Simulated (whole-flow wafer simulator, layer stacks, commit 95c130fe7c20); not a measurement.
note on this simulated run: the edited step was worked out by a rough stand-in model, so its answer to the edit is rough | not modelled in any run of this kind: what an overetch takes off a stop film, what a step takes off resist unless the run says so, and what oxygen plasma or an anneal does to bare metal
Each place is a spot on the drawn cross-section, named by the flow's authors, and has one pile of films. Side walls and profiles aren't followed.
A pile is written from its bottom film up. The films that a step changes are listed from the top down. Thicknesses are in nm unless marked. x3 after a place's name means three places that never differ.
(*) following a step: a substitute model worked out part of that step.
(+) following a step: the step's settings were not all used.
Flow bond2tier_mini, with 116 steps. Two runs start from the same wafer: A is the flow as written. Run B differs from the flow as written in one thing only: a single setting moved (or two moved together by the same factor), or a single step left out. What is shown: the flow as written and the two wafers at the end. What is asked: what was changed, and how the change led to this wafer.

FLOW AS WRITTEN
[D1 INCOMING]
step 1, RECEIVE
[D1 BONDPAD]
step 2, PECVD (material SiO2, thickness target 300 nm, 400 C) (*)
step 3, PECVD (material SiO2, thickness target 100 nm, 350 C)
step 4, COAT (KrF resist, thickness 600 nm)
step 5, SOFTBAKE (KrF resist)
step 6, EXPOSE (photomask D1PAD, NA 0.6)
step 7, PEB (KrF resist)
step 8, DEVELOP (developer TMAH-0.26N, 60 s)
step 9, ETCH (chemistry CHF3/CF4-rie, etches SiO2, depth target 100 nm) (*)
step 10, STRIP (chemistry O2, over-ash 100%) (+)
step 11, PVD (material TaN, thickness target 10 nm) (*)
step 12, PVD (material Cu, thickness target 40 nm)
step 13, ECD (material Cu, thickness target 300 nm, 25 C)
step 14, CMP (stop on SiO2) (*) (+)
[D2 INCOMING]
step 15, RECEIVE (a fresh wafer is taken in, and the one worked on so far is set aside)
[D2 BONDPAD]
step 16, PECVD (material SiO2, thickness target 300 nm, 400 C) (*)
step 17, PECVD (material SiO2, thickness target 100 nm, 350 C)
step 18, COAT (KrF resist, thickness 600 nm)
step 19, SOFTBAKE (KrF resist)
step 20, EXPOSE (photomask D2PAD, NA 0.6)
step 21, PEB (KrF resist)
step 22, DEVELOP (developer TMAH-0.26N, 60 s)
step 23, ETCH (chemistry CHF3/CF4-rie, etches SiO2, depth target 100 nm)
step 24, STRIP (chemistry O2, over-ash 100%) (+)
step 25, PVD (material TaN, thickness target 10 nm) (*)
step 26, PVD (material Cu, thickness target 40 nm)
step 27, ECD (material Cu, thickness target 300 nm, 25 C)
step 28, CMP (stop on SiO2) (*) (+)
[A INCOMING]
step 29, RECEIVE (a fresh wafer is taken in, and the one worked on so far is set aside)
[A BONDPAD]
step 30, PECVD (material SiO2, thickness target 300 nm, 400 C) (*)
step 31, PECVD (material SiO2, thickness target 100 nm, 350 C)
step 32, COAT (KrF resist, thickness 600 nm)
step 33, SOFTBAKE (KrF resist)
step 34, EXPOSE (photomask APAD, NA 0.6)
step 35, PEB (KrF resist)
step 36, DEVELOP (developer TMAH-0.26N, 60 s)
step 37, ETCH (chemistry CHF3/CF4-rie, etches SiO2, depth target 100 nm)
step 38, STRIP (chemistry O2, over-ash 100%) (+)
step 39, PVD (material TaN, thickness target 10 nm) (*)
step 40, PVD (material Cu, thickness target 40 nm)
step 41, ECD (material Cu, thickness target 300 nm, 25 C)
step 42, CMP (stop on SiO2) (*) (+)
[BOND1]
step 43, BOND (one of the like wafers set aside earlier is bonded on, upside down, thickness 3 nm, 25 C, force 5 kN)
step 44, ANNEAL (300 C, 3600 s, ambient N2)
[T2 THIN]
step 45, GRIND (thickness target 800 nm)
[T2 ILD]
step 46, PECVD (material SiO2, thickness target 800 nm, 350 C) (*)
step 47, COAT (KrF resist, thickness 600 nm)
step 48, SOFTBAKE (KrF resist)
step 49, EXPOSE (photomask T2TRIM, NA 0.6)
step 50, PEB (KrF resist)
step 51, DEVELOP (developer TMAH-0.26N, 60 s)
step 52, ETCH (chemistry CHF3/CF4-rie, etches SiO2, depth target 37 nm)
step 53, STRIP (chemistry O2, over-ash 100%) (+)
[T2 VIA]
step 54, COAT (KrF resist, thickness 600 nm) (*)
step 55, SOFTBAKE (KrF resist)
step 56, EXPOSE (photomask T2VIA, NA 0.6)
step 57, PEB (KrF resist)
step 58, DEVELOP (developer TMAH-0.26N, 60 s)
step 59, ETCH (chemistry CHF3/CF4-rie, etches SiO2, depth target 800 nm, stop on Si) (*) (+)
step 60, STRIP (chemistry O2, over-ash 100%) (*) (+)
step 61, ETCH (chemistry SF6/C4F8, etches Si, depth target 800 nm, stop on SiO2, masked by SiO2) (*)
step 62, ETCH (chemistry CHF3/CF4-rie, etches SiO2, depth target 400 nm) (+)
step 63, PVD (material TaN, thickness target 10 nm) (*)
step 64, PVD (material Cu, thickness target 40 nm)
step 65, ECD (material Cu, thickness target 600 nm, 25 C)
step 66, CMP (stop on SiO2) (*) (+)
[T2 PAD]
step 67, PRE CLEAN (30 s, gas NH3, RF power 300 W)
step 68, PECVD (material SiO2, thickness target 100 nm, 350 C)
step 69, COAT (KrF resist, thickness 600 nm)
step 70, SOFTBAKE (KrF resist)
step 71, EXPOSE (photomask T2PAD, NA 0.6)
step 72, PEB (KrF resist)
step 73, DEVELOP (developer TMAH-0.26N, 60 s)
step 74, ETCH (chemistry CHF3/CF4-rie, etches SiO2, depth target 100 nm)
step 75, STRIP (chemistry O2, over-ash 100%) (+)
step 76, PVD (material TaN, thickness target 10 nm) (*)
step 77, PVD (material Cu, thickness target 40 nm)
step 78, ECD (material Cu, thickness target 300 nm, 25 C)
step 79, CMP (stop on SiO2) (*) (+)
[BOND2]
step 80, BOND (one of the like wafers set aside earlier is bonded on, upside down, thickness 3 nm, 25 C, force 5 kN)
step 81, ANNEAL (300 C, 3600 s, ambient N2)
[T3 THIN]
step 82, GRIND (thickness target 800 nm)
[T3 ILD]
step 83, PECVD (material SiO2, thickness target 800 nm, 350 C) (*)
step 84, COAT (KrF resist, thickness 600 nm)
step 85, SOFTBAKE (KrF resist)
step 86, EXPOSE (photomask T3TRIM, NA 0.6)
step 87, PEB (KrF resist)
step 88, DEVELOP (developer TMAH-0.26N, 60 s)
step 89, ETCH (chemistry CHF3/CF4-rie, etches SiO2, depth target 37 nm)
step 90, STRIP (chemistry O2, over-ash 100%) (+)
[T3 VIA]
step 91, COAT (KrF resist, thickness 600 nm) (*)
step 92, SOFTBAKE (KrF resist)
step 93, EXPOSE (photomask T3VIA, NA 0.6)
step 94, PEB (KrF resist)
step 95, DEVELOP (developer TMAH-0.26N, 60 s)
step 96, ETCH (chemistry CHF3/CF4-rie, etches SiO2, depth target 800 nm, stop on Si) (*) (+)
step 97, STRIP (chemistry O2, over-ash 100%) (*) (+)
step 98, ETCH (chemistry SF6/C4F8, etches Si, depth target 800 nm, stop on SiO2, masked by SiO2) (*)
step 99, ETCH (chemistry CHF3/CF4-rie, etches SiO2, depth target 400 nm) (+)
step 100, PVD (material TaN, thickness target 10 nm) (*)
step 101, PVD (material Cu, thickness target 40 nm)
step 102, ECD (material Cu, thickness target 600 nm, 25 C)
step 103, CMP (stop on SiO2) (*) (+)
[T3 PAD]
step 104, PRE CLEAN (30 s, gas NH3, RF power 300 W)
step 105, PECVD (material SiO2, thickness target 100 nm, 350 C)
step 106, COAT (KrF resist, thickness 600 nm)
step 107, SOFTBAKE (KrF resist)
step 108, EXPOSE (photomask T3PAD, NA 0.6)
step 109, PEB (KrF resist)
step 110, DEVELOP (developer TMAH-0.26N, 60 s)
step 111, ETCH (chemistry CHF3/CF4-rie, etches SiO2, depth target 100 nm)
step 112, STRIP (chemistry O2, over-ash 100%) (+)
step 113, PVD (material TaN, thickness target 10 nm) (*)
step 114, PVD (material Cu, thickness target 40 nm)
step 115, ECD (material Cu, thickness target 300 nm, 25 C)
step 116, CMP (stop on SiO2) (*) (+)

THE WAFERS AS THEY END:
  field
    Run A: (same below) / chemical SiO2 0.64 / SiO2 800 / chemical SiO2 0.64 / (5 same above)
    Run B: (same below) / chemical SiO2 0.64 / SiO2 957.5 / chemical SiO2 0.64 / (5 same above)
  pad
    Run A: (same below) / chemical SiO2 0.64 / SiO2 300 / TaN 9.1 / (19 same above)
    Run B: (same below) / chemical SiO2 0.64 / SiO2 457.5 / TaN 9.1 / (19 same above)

The reason: step 30, PECVD: thickness target 457.5 nm was run, though the flow has thickness target 300 nm.
One can read it off the wafer: pad has SiO2 457.5, and step 30 as written asks for 300 nm.

How this came from the change, step by step:
  step 30, PECVD (material SiO2, thickness target 300 nm, 400 C) (*)
      field, pad, via: A SiO2 gains 300 (new film) | B SiO2 gains 457.5 (new film)
